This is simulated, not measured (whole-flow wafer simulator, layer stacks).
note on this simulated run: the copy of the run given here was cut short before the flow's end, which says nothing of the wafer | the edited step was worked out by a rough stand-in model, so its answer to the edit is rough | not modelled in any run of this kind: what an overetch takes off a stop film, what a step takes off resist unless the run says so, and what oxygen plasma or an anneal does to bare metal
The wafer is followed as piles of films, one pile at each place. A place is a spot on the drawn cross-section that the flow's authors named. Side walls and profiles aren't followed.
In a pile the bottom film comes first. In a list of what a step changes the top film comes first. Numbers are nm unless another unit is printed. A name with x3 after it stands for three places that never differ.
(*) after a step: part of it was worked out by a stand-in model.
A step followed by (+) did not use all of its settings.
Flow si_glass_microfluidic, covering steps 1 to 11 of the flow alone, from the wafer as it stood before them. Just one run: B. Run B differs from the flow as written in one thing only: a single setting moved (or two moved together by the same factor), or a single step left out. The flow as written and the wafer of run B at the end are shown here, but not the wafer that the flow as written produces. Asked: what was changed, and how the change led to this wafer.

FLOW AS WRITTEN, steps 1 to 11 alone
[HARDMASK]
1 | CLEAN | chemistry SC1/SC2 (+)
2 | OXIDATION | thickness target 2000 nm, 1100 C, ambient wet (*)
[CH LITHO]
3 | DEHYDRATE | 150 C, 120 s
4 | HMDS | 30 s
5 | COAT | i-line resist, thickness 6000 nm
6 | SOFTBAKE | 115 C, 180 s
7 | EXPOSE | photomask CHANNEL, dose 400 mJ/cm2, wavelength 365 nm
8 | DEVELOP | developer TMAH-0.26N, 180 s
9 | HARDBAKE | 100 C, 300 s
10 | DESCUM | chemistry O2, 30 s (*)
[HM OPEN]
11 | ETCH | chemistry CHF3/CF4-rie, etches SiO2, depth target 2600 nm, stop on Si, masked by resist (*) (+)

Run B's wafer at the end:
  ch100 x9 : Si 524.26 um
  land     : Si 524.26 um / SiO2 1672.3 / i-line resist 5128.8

What caused this: step 2, OXIDATION: 1045 C was run, while the flow as written has 1100 C.

How this came from the change, step by step:
  2 | OXIDATION | thickness target 2000 nm, 1100 C, ambient wet (*)
      land, ch100 x9: SiO2 gains 1672.3 (new film), chemical SiO2 loses 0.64 (all of it), Si loses 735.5 (it would be, as written: SiO2 gains 2000 (new film), chemical SiO2 loses 0.64 (all of it), Si loses 879.7)
  11 | ETCH | chemistry CHF3/CF4-rie, etches SiO2, depth target 2600 nm, stop on Si, masked by resist (*) (+)
      ch100 x9: SiO2 loses 1672.3 (all of it) (it would be, as written: SiO2 loses 2000 (all of it))
      land: i-line resist loses 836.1 (it would be, as written: i-line resist loses 866.7)
